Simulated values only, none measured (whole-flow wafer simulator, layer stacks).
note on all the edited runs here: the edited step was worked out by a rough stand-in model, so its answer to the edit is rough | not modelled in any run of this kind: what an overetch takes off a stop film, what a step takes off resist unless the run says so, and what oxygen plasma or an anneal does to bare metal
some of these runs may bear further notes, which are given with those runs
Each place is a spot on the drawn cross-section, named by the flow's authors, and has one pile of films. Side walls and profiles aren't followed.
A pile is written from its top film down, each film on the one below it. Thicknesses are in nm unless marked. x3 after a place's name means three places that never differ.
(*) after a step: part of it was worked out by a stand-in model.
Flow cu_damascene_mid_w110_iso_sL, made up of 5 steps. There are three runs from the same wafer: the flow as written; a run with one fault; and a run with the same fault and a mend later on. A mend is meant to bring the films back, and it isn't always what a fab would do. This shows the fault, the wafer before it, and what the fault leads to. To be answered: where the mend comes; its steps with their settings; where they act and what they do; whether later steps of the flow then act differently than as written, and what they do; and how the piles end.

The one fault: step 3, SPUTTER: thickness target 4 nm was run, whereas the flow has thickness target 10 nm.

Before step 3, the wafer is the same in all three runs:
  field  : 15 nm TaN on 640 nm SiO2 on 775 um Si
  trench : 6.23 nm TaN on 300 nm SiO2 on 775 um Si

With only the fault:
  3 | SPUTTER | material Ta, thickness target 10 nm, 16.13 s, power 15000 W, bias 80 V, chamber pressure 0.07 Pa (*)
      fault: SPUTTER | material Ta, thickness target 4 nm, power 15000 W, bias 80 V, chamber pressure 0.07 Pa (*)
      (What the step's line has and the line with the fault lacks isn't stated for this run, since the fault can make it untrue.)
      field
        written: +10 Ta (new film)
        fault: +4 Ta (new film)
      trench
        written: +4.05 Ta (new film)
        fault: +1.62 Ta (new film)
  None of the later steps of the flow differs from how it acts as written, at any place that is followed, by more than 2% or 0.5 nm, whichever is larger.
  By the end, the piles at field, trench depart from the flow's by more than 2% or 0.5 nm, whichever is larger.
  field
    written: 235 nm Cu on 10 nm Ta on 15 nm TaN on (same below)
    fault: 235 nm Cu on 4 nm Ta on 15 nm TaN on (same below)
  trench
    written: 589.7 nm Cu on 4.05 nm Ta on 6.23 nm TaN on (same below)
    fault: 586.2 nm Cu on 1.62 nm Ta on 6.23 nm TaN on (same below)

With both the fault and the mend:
  The mend follows step 3.
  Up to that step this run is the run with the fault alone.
  3a | SPUTTER | material Ta, thickness target 6 nm, power 15000 W, bias 80 V, chamber pressure 0.07 Pa (*) (the flow's step 3, run once more with other settings)
      field
        +6 Ta
      trench
        +2.39 Ta
  None of the later steps of the flow acts differently than as written at any place that is followed.
  The piles end only slightly different from the flow's at the places that both follow, by no more than 2% or 0.5 nm, whichever is larger.
